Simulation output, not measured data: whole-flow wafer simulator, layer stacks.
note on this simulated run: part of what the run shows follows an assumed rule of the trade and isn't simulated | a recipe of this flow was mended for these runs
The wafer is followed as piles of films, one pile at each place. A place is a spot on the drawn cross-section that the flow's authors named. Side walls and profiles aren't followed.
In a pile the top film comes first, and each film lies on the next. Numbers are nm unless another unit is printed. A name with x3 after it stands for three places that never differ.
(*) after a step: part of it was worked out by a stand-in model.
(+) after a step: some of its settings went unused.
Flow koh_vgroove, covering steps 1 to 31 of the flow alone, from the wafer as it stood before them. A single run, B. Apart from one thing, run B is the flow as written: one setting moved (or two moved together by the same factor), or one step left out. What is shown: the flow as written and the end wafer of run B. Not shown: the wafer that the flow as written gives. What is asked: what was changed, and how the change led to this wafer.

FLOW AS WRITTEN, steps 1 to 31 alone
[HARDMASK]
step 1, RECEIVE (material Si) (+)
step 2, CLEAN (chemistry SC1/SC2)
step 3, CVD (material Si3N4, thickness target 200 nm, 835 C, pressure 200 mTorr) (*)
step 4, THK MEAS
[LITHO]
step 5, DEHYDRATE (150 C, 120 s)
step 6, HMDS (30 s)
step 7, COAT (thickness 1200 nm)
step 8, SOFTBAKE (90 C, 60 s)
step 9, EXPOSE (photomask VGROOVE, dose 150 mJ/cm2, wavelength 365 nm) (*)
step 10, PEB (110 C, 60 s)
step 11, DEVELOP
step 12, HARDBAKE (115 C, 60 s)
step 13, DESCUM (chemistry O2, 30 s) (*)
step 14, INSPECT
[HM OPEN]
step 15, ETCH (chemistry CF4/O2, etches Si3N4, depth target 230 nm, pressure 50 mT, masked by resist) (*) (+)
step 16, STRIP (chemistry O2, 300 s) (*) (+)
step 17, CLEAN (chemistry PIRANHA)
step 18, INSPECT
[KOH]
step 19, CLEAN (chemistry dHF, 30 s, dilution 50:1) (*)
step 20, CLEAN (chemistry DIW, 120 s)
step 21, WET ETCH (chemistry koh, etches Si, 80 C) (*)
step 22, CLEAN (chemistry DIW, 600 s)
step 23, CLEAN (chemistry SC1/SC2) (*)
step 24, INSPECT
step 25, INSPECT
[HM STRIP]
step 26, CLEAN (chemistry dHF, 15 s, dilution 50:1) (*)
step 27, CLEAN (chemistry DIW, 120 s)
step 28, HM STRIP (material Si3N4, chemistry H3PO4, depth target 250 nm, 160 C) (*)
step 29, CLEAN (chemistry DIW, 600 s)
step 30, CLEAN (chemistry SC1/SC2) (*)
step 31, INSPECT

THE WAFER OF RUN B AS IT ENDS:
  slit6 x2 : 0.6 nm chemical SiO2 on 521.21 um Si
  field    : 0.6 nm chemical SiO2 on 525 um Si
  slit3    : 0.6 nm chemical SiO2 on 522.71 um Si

The reason: step 3, CVD: thickness target 177.5 nm was run, though the flow has thickness target 200 nm.

How this came from the change, step by step:
  step 3, CVD (material Si3N4, thickness target 200 nm, 835 C, pressure 200 mTorr) (*)
      field, slit3, slit2, slit6 x2: Si3N4 gains 177.5 (new film) (it would be, as written: Si3N4 gains 200 (new film))
  step 15, ETCH (chemistry CF4/O2, etches Si3N4, depth target 230 nm, pressure 50 mT, masked by resist) (*) (+)
      slit3, slit2, slit6 x2: Si3N4 loses 177.5 (all of it), chemical SiO2 loses 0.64 (all of it), Si loses 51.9 (it would be, as written: Si3N4 loses 200 (all of it), chemical SiO2 loses 0.64 (all of it), Si loses 29.4)
  step 28, HM STRIP (material Si3N4, chemistry H3PO4, depth target 250 nm, 160 C) (*)
      field: Si3N4 loses 176.2 (all of it), chemical SiO2 loses 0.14, Si loses 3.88 (it would be, as written: Si3N4 loses 198.7 (all of it), chemical SiO2 loses 0.14, Si loses 2.75)
